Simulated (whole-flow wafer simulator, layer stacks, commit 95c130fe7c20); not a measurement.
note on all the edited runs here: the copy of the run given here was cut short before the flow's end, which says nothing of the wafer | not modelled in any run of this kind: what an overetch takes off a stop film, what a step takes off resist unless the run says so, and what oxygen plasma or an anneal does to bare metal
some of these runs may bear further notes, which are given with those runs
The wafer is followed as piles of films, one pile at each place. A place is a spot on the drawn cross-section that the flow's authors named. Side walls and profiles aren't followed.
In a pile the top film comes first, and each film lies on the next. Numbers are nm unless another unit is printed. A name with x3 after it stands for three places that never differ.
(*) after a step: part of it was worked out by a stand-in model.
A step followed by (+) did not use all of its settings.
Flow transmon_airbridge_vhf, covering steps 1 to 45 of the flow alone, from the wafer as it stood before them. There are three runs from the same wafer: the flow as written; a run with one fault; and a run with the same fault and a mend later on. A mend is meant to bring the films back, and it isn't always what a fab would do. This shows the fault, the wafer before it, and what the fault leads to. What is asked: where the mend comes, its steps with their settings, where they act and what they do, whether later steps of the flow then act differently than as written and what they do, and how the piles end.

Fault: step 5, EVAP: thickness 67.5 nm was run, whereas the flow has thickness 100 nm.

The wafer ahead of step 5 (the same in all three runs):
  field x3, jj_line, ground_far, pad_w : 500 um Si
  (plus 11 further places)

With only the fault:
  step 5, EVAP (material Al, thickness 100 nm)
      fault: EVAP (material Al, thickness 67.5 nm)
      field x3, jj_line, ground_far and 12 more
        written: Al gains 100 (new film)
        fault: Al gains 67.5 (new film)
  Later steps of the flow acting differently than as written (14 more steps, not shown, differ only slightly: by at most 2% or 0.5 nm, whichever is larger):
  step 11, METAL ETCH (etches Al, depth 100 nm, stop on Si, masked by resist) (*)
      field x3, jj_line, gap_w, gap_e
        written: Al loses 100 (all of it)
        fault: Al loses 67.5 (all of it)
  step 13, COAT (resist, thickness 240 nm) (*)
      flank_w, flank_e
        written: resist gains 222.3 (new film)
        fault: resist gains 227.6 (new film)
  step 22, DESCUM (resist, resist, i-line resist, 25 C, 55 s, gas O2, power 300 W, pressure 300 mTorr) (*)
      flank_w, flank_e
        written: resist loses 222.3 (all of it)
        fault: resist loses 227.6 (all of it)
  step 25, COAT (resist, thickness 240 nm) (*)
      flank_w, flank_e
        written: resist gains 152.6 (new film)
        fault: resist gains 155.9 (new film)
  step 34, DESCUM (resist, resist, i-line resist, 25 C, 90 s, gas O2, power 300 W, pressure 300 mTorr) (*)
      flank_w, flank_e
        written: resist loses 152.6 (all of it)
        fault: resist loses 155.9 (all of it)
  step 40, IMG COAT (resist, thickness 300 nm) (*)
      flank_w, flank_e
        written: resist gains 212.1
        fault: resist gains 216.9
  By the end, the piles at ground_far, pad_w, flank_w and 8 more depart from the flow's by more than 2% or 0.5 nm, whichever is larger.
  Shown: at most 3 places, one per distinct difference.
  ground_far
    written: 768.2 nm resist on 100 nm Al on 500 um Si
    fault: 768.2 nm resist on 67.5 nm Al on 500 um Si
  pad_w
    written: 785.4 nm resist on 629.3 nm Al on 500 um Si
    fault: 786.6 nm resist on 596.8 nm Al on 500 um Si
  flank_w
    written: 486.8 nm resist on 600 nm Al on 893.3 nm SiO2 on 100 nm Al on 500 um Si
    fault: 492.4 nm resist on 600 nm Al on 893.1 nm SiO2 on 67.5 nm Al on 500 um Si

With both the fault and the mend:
  After step 10 comes the mend.
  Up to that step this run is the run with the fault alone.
  step 10a, STRIP (i-line resist, 80 C, 600 s) (+)
      ground_far, pad_w, flank_w and 8 more
        i-line resist loses 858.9 (all of it)
  step 10b, EVAP (material Al, thickness 32.5 nm) (a further turn of the flow's step 5, with different settings)
      field x3, jj_line, ground_far and 12 more
        Al gains 32.5
  step 10c, COAT (i-line resist, thickness 900 nm) (a further turn of the flow's step 6)
      field x3, jj_line, ground_far and 12 more
        i-line resist gains 900 (new film)
  step 10d, SOFTBAKE (i-line resist, 90 C, 90 s) (a further turn of the flow's step 7)
      alters no film at any place that is followed
  step 10e, EXPOSE (i-line resist, thickness 900 nm, photomask AB CPW, dose 155.4 mJ/cm2, NA 0.45, wavelength 365 nm) (*) (a further turn of the flow's step 8)
      alters no film at any place that is followed
  step 10f, PEB (i-line resist, 110 C, 60 s) (a further turn of the flow's step 9)
      field x3, jj_line, ground_far and 12 more
        i-line resist loses 41
  step 10g, DEVELOP (i-line resist, thickness 900 nm, developer developer-B, 60 s) (a further turn of the flow's step 10)
      ground_far, pad_w, flank_w and 8 more
        i-line resist loses 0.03
      field x3, jj_line, gap_w, gap_e
        i-line resist loses 859 (all of it)
  Every later step of the flow that is run acts as written at every place that is followed.
  By the end, the piles equal the flow's at every place that both follow.
